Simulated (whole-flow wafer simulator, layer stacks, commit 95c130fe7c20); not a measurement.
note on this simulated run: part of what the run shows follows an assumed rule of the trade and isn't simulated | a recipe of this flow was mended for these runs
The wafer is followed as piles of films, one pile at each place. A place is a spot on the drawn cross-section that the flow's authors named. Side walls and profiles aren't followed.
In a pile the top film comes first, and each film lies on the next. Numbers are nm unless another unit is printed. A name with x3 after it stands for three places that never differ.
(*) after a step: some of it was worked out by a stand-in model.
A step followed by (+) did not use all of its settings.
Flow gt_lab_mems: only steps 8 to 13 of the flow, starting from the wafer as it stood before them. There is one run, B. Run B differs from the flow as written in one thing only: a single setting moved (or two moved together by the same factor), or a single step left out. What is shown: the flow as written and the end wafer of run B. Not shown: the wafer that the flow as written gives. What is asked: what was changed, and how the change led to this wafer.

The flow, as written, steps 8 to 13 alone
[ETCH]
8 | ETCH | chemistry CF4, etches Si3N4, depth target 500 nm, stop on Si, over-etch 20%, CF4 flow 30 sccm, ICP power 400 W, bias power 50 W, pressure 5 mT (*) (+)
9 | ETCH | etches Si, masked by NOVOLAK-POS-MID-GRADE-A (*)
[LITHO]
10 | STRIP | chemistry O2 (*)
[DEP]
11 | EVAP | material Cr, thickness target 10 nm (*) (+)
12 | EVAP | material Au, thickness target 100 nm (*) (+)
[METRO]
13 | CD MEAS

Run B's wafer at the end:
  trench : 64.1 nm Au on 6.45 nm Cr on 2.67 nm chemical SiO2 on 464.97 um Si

What caused this: step 8, ETCH: over-etch 29% was run, though the flow has over-etch 20%.

How this came from the change, step by step:
  8 | ETCH | chemistry CF4, etches Si3N4, depth target 500 nm, stop on Si, over-etch 20%, CF4 flow 30 sccm, ICP power 400 W, bias power 50 W, pressure 5 mT (*) (+)
      field: -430 g/i-line-resist (in the flow as written it would be: -400 g/i-line-resist)
      trench: -500 Si3N4 (all of it), -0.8 chemical SiO2 (all of it), -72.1 Si (in the flow as written it would be: -500 Si3N4 (all of it), -0.8 chemical SiO2 (all of it), -49.6 Si)
  10 | STRIP | chemistry O2 (*)
      field: -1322 g/i-line-resist (all of it) (in the flow as written it would be: -1352 g/i-line-resist (all of it))
